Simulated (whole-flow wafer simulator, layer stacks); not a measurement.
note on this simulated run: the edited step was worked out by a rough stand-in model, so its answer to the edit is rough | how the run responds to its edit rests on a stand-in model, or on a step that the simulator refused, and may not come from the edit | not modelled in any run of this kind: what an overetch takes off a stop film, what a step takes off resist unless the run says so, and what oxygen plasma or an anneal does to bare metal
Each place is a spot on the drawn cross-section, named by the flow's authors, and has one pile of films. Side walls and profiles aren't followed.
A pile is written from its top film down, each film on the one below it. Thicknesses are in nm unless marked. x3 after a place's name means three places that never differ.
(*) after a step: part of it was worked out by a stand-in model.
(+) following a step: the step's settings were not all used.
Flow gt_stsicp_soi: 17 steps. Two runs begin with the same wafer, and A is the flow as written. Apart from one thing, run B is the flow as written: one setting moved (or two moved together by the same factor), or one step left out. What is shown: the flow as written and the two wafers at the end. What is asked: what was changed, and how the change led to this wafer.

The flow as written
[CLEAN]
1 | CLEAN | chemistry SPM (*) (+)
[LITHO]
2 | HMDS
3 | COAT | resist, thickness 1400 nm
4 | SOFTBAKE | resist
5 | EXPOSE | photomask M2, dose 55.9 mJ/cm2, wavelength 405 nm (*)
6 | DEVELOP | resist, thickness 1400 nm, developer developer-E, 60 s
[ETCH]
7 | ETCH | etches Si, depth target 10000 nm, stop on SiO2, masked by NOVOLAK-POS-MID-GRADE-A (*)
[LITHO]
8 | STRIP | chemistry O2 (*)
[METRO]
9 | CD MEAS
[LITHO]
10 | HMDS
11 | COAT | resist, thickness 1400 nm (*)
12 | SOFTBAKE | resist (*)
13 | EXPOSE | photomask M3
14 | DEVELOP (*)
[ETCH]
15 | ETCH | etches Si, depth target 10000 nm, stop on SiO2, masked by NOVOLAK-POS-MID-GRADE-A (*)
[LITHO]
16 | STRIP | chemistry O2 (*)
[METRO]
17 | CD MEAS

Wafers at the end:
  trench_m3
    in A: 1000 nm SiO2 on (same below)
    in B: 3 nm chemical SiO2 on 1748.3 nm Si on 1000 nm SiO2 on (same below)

What caused this: step 15, ETCH: depth target 8250 nm was run, though the flow has depth target 10000 nm.

How this came from the change, step by step:
  15 | ETCH | etches Si, depth target 10000 nm, stop on SiO2, masked by NOVOLAK-POS-MID-GRADE-A (*)
      trench_m3: A -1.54 chemical SiO2 (all of it), -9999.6 Si (all of it) | B -1.54 chemical SiO2 (all of it), -8250 Si
      field, trench_m2: A -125 resist | B -103.1 resist
  16 | STRIP | chemistry O2 (*)
      trench_m3: A nothing | B +3 chemical SiO2 (new film), -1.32 Si
